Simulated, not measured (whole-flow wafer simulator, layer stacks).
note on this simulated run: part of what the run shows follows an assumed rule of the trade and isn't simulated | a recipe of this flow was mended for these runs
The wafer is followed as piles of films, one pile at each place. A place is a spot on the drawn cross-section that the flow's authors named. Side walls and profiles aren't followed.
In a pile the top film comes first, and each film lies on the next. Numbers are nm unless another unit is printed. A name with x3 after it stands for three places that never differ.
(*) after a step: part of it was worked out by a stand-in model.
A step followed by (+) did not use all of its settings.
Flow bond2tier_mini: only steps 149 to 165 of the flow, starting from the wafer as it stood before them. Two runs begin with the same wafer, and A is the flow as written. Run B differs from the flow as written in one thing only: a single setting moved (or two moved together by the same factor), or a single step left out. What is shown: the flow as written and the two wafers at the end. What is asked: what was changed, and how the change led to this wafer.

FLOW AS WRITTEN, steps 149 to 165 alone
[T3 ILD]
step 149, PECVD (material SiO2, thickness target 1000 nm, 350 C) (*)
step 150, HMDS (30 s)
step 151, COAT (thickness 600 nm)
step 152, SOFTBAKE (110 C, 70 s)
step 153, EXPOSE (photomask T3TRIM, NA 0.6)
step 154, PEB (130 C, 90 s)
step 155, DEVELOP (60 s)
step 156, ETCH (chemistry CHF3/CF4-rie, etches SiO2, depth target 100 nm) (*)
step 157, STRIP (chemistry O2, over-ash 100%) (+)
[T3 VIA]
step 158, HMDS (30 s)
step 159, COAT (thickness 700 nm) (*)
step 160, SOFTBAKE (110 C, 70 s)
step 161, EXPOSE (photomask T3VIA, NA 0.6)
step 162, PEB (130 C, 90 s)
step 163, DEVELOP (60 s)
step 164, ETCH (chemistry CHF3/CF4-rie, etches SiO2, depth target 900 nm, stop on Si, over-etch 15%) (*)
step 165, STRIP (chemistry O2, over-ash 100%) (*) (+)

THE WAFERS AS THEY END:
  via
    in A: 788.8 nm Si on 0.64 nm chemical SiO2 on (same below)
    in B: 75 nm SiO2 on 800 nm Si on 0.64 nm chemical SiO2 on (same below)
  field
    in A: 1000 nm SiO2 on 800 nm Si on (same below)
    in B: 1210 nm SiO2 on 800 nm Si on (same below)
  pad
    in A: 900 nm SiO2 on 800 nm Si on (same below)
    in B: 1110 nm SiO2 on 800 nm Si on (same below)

Cause: step 149, PECVD: thickness target 1210 nm was run, though the flow has thickness target 1000 nm.
One can read it off the wafer: field has SiO2 1210, and step 149 as written asks for 1000 nm.

The path from the change to this, step by step:
  step 149, PECVD (material SiO2, thickness target 1000 nm, 350 C) (*)
      field, pad, via: A +1000 SiO2 (new film) | B +1210 SiO2 (new film)
  step 164, ETCH (chemistry CHF3/CF4-rie, etches SiO2, depth target 900 nm, stop on Si, over-etch 15%) (*)
      via: A -900 SiO2 (all of it), -11.2 Si | B -1035 SiO2
